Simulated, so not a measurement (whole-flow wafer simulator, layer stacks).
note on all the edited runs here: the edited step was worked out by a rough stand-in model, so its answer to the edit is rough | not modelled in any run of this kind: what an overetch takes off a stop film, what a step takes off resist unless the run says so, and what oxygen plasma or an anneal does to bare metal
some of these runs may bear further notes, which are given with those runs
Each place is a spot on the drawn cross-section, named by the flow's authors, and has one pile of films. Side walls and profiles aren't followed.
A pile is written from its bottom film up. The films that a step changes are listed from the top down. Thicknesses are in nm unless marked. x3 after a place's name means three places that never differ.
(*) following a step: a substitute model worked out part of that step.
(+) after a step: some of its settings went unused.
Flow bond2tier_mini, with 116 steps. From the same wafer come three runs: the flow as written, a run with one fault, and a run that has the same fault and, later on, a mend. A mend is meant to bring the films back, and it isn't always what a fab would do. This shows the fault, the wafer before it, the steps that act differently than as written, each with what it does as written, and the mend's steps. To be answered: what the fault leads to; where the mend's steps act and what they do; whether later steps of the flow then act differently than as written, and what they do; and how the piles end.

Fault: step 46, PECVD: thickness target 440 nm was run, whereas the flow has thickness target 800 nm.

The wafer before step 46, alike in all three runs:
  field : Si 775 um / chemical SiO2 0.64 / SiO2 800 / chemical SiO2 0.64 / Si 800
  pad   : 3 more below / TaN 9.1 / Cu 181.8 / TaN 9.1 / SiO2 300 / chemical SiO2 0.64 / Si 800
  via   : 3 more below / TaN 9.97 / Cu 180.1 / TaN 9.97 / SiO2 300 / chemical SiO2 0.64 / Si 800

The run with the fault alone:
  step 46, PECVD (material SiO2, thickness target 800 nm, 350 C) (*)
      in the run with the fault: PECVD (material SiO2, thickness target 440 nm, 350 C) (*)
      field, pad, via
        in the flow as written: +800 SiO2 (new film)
        in the run with the fault: +440 SiO2 (new film)
  Steps later in the flow that act otherwise than as written (3 more steps, not shown, differ only slightly: by at most 2% or 0.5 nm, whichever is larger):
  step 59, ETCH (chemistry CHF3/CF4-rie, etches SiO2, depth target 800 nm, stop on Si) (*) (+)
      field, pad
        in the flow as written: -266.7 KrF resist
        in the run with the fault: -201.5 KrF resist
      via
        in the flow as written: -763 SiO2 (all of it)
        in the run with the fault: -403 SiO2 (all of it)
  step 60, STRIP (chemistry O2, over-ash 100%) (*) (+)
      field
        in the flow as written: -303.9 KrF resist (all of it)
        in the run with the fault: -369.1 KrF resist (all of it)
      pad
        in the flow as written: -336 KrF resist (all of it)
        in the run with the fault: -401.1 KrF resist (all of it)
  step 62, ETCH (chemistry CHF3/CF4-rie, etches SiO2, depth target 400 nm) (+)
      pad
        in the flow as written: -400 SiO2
        in the run with the fault: -395 SiO2 (all of it), -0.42 Si
  The piles end different from the flow's at field, pad by more than 2% or 0.5 nm, whichever is larger.
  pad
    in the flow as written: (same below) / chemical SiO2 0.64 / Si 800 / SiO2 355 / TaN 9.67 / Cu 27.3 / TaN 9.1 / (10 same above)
    in the run with the fault: (same below) / chemical SiO2 0.64 / Si 799.6 / TaN 9.71 / Cu 22.7 / TaN 9.1 / (10 same above)
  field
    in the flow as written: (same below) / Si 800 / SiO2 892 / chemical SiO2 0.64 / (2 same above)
    in the run with the fault: (same below) / Si 800 / SiO2 532 / chemical SiO2 0.64 / (2 same above)

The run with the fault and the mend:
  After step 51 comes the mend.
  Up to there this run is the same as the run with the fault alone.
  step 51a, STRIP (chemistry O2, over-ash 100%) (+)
      field
        -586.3 KrF resist (all of it)
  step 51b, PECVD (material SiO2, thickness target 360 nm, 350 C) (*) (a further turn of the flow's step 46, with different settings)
      field, pad, via
        +360 SiO2
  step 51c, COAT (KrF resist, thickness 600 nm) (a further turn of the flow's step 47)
      field, pad, via
        +600 KrF resist (new film)
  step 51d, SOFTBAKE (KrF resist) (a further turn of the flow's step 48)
      does not change any film at any place that is followed
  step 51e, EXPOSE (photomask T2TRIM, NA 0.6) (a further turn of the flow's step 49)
      does not change any film at any place that is followed
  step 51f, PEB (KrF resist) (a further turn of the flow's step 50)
      does not change any film at any place that is followed
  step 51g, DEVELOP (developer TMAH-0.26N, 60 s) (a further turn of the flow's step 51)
      pad, via
        -600 KrF resist (all of it)
      field
        -13.7 KrF resist
  Later steps of the flow that are run all act as written at every place that is followed.
  By the end, the piles equal the flow's at every place that both follow.
